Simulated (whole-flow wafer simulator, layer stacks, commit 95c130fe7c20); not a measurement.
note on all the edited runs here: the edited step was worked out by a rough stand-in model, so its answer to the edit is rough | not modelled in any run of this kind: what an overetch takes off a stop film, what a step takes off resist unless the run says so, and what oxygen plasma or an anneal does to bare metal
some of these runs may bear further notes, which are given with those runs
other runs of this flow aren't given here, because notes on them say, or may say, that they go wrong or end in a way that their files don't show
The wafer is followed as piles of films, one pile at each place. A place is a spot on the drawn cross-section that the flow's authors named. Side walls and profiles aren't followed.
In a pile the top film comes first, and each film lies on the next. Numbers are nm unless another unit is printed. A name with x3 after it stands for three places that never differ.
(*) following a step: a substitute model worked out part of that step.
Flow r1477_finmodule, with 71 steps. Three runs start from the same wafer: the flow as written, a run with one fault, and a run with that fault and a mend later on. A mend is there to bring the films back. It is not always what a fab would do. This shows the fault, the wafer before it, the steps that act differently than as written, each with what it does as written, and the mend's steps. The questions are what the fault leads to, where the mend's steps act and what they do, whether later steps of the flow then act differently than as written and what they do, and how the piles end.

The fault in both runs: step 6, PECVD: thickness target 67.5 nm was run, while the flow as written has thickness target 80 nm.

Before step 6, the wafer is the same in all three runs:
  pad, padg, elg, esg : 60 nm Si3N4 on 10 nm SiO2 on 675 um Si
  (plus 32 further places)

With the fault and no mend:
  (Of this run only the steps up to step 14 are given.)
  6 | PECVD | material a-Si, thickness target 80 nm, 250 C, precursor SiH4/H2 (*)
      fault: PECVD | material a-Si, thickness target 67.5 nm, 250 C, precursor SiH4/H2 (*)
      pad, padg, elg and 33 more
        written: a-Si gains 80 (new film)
        fault: a-Si gains 67.5 (new film)
  Every later step of the flow up to step 14 that is run acts as written at every place that is followed.
  The piles after step 14 differ from the flow's at pad, padg, elg and 33 more by more than 2% or 0.5 nm, whichever is larger.
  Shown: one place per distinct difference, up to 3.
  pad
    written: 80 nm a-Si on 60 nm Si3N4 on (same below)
    fault: 67.5 nm a-Si on 60 nm Si3N4 on (same below)
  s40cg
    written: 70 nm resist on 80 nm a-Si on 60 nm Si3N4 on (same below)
    fault: 70 nm resist on 67.5 nm a-Si on 60 nm Si3N4 on (same below)

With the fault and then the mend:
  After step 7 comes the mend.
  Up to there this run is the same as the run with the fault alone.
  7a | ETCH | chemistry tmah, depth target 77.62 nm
      pad, padg, elg and 33 more
        a-Si loses 67.5 (all of it)
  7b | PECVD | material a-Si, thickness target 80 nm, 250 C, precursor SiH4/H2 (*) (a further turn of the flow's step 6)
      pad, padg, elg and 33 more
        a-Si gains 80 (new film)
  Every later step of the flow that is run acts as written at every place that is followed.
  The piles end the same as the flow's at every place that both follow.
